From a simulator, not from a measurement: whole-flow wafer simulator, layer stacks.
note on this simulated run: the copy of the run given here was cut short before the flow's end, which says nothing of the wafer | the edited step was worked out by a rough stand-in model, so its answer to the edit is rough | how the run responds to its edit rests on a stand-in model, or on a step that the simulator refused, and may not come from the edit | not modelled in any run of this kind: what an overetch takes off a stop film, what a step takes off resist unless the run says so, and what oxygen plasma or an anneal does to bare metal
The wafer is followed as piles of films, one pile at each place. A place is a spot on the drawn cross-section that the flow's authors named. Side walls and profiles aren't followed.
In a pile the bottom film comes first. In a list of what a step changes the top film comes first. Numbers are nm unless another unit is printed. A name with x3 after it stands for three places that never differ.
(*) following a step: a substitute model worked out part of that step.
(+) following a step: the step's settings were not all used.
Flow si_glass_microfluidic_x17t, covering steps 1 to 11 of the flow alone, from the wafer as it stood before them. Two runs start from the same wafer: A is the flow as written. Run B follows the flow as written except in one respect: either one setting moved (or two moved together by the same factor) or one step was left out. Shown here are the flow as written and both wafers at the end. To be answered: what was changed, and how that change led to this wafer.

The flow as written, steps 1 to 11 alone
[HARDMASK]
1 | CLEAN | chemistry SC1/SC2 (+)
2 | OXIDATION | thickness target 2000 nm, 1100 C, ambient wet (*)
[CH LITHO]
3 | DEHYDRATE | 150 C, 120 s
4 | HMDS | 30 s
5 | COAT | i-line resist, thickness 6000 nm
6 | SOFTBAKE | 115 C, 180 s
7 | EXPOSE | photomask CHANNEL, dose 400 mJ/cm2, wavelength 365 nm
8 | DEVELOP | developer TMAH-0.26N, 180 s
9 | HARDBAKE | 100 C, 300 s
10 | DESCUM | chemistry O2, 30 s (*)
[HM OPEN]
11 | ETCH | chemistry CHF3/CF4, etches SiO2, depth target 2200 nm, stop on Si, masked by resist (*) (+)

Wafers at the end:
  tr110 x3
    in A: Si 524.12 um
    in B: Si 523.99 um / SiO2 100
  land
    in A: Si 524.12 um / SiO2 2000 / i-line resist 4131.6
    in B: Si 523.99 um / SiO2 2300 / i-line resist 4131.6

The reason: step 2, OXIDATION: thickness target 2300 nm was run, while the flow as written has thickness target 2000 nm.
The wafer lets one read it off: land has SiO2 2300, and step 2 as written asks for 2000 nm.

How this came from the change, step by step:
  2 | OXIDATION | thickness target 2000 nm, 1100 C, ambient wet (*)
      land, tr110 x3: A +2000 SiO2 (new film), -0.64 chemical SiO2 (all of it), -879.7 Si | B +2300 SiO2 (new film), -0.64 chemical SiO2 (all of it), -1011.7 Si
  11 | ETCH | chemistry CHF3/CF4, etches SiO2, depth target 2200 nm, stop on Si, masked by resist (*) (+)
      tr110 x3: A -2000 SiO2 (all of it) | B -2200 SiO2
